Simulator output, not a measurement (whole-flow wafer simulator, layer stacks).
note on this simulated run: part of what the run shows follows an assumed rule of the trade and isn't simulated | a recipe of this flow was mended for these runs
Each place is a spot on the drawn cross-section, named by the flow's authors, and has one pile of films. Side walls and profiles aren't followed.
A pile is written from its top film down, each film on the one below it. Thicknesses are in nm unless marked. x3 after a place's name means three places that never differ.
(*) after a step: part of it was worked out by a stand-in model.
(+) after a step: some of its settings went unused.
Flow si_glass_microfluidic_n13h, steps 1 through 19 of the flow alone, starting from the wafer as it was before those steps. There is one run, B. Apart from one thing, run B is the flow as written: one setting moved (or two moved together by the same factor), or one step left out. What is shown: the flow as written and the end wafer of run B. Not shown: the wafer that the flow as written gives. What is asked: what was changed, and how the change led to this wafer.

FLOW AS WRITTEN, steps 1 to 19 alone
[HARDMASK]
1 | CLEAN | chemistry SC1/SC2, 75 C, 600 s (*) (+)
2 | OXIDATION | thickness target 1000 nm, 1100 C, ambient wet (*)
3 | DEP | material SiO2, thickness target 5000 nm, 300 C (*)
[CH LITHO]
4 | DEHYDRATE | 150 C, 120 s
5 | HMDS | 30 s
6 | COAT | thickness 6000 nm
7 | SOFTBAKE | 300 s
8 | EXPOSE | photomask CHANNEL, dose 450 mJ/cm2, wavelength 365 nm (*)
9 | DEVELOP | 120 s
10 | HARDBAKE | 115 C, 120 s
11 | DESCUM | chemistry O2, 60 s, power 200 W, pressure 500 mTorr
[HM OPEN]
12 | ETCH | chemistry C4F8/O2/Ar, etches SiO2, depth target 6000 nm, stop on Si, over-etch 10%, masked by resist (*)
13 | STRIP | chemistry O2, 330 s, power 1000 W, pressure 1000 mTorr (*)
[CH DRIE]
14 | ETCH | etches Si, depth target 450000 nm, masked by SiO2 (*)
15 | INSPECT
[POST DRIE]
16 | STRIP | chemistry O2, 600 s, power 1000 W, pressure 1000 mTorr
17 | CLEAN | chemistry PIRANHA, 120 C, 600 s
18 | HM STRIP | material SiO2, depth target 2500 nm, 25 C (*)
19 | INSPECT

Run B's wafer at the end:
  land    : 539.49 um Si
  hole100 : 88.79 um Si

Cause: step 2, OXIDATION: thickness target 1154 nm was run, whereas the flow has thickness target 1000 nm.

How this came from the change, step by step:
  2 | OXIDATION | thickness target 1000 nm, 1100 C, ambient wet (*)
      land, hole100: +1154 SiO2 (new film), -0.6 chemical SiO2 (all of it), -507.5 Si (it would be, as written: +1000 SiO2 (new film), -0.6 chemical SiO2 (all of it), -439.7 Si)
  12 | ETCH | chemistry C4F8/O2/Ar, etches SiO2, depth target 6000 nm, stop on Si, over-etch 10%, masked by resist (*)
      hole100: -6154 SiO2 (all of it), -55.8 Si (it would be, as written: -6000 SiO2 (all of it), -75 Si)
  18 | HM STRIP | material SiO2, depth target 2500 nm, 25 C (*)
      land: -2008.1 SiO2 (all of it) (it would be, as written: -1854.4 SiO2 (all of it))
